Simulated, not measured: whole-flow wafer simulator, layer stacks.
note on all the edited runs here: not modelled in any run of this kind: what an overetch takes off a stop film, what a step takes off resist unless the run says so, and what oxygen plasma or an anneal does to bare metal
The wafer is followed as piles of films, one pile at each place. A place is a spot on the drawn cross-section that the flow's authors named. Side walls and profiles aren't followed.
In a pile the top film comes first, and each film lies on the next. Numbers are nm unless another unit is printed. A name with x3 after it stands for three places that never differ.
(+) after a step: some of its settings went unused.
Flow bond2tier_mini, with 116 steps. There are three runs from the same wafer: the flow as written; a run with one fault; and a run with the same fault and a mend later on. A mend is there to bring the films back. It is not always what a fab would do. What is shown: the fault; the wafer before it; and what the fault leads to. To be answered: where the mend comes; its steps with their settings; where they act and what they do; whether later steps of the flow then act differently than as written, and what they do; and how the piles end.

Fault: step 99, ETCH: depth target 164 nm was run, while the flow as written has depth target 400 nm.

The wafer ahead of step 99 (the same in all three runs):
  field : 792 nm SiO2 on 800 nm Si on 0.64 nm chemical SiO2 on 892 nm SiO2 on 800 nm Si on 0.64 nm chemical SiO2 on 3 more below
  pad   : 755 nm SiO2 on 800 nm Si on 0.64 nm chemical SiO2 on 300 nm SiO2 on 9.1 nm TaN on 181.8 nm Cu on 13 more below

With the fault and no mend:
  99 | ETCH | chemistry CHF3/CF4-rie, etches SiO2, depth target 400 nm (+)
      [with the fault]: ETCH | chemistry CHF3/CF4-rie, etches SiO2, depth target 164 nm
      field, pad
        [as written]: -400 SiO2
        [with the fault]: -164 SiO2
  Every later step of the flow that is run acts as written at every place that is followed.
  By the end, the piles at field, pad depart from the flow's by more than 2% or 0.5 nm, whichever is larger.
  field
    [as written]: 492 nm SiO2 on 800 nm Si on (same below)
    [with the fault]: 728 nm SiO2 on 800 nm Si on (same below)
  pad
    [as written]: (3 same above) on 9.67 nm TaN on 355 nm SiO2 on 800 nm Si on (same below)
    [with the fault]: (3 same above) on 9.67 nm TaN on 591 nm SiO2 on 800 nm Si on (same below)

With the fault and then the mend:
  After step 99 comes the mend.
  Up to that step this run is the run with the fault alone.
  99a | ETCH | chemistry CHF3/CF4-rie, etches SiO2, depth target 236 nm (+) (the flow's step 99, run once more with other settings)
      field, pad
        -236 SiO2
  Every later step of the flow that is run acts as written at every place that is followed.
  By the end, the piles equal the flow's at every place that both follow.
